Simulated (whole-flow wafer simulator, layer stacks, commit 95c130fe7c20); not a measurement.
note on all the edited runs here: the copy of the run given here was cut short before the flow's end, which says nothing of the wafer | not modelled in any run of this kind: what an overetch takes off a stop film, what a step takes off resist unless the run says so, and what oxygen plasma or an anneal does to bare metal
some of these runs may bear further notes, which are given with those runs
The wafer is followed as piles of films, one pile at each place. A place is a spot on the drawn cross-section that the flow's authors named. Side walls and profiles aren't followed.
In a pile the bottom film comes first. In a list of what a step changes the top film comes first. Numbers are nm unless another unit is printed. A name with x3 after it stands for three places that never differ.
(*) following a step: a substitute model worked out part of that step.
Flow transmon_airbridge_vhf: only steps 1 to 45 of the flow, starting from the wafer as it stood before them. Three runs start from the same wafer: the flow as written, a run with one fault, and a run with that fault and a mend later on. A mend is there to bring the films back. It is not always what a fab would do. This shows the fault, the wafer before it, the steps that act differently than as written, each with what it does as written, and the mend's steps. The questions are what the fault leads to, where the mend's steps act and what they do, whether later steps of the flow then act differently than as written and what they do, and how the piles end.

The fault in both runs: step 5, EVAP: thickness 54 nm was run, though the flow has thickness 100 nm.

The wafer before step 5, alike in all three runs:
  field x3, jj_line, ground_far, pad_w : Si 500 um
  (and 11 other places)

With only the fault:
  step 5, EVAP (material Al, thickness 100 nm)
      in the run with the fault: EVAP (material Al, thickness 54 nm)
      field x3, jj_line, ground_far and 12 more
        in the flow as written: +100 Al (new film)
        in the run with the fault: +54 Al (new film)
  Later steps of the flow acting differently than as written (not shown: 15 more steps that differ only slightly, by at most 2% or 0.5 nm, whichever is larger):
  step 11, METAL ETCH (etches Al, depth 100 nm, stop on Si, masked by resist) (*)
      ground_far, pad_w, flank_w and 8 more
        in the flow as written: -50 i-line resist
        in the run with the fault: -40.5 i-line resist
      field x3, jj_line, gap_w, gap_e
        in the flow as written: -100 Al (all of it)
        in the run with the fault: -54 Al (all of it)
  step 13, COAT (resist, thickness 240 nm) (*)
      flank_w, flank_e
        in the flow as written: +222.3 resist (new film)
        in the run with the fault: +229.9 resist (new film)
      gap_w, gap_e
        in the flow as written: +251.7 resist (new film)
        in the run with the fault: +246.5 resist (new film)
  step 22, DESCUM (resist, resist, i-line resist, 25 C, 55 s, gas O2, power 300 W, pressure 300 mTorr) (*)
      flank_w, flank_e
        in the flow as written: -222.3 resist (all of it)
        in the run with the fault: -229.9 resist (all of it)
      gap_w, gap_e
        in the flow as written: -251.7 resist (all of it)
        in the run with the fault: -246.5 resist (all of it)
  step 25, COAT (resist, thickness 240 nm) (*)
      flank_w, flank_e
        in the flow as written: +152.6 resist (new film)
        in the run with the fault: +158 resist (new film)
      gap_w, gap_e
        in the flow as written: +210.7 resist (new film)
        in the run with the fault: +205.8 resist (new film)
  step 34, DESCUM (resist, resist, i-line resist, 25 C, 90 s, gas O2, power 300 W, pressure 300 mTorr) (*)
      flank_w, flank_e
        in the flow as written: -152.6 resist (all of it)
        in the run with the fault: -158 resist (all of it)
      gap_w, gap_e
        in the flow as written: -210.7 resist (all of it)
        in the run with the fault: -205.8 resist (all of it)
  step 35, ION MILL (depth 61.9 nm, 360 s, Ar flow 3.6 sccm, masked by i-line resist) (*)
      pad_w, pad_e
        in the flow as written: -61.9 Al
        in the run with the fault: -54 Al (all of it), -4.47 Si
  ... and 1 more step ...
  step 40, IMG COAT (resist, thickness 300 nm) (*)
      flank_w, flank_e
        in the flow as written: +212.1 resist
        in the run with the fault: +219.2 resist
  The piles end different from the flow's at ground_far, pad_w, flank_w and 8 more by more than 2% or 0.5 nm, whichever is larger.
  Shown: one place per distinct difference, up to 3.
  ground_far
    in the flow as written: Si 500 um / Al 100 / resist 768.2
    in the run with the fault: Si 500 um / Al 54 / resist 768.2
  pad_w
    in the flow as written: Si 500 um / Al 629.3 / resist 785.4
    in the run with the fault: Si 500 um / Al 591.3 / resist 786
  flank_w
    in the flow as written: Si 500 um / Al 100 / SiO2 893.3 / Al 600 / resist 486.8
    in the run with the fault: Si 500 um / Al 54 / SiO2 893.1 / Al 600 / resist 493.5

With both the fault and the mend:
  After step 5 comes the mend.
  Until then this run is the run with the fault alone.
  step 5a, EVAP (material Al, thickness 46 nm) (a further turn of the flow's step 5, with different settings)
      field x3, jj_line, ground_far and 12 more
        +46 Al
  Every later step of the flow that is run acts as written at every place that is followed.
  The piles end the same as the flow's at every place that both follow.
